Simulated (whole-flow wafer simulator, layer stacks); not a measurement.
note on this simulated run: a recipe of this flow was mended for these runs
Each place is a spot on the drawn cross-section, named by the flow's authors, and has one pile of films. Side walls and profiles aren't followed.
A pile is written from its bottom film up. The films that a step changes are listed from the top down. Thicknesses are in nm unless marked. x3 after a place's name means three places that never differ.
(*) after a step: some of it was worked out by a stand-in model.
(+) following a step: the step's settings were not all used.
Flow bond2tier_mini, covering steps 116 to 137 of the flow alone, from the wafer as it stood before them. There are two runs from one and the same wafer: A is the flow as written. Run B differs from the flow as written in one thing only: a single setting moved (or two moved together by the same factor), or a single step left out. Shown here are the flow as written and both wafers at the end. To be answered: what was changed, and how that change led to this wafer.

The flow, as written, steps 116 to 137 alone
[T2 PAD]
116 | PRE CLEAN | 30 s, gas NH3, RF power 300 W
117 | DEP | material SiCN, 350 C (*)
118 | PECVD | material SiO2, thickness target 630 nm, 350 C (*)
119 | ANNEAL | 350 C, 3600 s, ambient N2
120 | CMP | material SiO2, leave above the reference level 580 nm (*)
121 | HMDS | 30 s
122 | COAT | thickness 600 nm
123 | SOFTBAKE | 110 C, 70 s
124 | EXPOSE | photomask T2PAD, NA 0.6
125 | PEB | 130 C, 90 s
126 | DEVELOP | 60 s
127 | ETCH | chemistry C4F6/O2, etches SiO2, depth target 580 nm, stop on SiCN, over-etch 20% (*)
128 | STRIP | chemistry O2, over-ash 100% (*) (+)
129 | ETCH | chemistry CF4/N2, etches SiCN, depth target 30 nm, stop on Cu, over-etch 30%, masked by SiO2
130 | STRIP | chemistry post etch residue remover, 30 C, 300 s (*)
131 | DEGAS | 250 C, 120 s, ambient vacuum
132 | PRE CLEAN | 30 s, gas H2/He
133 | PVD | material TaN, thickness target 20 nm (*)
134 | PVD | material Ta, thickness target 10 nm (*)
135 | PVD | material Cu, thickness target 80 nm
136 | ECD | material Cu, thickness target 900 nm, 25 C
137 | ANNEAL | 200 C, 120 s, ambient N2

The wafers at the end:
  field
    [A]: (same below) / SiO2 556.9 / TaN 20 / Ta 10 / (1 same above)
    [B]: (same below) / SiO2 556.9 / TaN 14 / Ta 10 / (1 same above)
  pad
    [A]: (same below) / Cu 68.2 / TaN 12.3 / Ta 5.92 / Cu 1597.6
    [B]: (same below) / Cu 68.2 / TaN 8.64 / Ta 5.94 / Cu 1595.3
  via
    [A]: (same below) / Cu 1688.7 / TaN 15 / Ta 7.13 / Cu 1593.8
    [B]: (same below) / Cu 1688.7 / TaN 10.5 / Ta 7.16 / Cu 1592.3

What caused this: step 133, PVD: thickness target 14 nm was run, though the flow has thickness target 20 nm.
One can read it off the wafer: field has TaN 14, and step 133 as written asks for 20 nm.

How this came from the change, step by step:
  133 | PVD | material TaN, thickness target 20 nm (*)
      field: A TaN gains 20 (new film) | B TaN gains 14 (new film)
      pad: A TaN gains 12.3 (new film) | B TaN gains 8.64 (new film)
      (as well as at 1 more place)
